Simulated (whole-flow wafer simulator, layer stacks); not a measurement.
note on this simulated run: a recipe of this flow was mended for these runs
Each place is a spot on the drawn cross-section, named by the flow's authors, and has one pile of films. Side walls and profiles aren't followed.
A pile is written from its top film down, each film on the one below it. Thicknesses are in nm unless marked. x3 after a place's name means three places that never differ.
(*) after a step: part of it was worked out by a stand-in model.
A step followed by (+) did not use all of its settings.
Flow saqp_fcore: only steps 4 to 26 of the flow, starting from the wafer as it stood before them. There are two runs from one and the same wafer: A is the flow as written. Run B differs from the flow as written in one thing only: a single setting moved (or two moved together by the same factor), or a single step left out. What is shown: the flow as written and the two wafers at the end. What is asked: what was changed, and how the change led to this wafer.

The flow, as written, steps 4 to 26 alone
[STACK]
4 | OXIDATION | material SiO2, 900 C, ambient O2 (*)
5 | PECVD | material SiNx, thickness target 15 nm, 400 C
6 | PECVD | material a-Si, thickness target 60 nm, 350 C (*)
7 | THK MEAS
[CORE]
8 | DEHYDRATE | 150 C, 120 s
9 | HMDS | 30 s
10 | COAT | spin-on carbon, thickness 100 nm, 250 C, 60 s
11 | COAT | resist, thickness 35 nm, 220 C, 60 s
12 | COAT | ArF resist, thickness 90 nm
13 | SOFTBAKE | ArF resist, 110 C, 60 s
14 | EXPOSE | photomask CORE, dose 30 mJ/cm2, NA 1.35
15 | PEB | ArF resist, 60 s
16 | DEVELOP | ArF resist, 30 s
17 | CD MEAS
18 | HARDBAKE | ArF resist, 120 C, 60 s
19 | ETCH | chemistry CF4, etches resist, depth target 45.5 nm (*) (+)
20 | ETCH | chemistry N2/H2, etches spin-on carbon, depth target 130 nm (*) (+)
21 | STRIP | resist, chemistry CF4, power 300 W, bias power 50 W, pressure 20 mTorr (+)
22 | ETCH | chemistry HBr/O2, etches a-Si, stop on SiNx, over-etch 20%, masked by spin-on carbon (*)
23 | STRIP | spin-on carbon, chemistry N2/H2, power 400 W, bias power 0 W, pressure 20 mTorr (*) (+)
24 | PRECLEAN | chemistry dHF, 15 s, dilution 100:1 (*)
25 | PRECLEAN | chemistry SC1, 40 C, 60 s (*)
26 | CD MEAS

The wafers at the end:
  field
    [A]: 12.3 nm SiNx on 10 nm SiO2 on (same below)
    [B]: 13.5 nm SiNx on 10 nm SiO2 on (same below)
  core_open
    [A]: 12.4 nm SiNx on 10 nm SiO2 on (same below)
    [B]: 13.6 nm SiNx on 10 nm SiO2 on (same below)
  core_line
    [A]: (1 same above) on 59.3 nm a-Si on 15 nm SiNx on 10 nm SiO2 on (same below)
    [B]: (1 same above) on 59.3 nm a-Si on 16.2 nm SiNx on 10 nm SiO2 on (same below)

Cause: step 5, PECVD: thickness target 16.2 nm was run, though the flow has thickness target 15 nm.
One can read it off the wafer: core_line has SiNx 16.2, and step 5 as written asks for 15 nm.

How this came from the change, step by step:
  5 | PECVD | material SiNx, thickness target 15 nm, 400 C
      field, core_open, core_line: A +15 SiNx (new film) | B +16.2 SiNx (new film)
